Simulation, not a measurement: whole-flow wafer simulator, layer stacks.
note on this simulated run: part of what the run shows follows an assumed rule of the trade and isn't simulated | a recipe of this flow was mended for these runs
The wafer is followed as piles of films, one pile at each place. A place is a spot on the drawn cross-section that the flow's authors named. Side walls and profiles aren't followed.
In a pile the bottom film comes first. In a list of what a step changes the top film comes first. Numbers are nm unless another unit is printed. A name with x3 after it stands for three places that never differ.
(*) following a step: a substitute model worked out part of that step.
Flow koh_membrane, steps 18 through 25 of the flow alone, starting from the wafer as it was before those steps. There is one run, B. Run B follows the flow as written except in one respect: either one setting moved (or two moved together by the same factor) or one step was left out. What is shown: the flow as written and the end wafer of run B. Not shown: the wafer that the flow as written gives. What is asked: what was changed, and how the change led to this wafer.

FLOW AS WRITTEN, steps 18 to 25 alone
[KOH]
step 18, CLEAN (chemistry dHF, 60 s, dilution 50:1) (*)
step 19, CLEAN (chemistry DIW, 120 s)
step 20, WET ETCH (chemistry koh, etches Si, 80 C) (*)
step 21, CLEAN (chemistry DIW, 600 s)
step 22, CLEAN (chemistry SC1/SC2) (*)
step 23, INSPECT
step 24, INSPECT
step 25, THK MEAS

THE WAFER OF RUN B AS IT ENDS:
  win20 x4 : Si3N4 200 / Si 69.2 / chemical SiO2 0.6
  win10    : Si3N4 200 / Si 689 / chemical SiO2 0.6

What caused this: step 20, WET ETCH: 76 C was run, whereas the flow has 80 C.

Step by step, how the change led to this:
  step 20, WET ETCH (chemistry koh, etches Si, 80 C) (*)
      win20 x4: -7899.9 Si (in the flow as written it would be: -7969.3 Si (all of it))
  step 22, CLEAN (chemistry SC1/SC2) (*)
      win20 x4: +0.6 chemical SiO2 (new film), -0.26 Si (in the flow as written it would be: nothing)
